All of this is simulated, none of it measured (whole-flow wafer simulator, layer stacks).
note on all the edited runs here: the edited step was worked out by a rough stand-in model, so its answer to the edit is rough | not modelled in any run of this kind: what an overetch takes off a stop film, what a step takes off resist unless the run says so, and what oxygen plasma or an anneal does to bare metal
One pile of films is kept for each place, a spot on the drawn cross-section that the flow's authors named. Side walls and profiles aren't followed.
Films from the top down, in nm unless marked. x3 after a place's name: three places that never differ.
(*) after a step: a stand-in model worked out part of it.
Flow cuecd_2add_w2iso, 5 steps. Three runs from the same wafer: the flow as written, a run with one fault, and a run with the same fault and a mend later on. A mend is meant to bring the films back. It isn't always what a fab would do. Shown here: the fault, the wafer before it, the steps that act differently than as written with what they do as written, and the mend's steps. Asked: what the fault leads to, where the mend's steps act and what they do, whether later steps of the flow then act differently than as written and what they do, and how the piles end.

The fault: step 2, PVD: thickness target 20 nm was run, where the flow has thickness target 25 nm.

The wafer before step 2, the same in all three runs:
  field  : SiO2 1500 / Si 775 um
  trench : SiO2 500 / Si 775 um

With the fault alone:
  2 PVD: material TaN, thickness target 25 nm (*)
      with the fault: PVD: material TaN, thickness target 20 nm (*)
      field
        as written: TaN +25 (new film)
        with the fault: TaN +20 (new film)
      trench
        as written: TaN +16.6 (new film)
        with the fault: TaN +13.3 (new film)
  No later step of the flow acts differently than as written, at any place that is followed, by more than 2% or 0.5 nm, whichever is larger.
  At the end the piles differ from the flow's by more than 2% or 0.5 nm, whichever is larger, at field, trench.
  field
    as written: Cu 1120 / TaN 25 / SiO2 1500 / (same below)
    with the fault: Cu 1120 / TaN 20 / SiO2 1500 / (same below)
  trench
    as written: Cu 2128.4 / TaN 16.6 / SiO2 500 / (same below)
    with the fault: Cu 2126.7 / TaN 13.3 / SiO2 500 / (same below)

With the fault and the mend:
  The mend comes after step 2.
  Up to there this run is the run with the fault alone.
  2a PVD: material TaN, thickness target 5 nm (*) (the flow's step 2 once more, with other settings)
      field
        TaN +5
      trench
        TaN +3.3
  No later step of the flow acts differently than as written at any place that is followed.
  At the end the piles are the same as the flow's at every place that both follow.
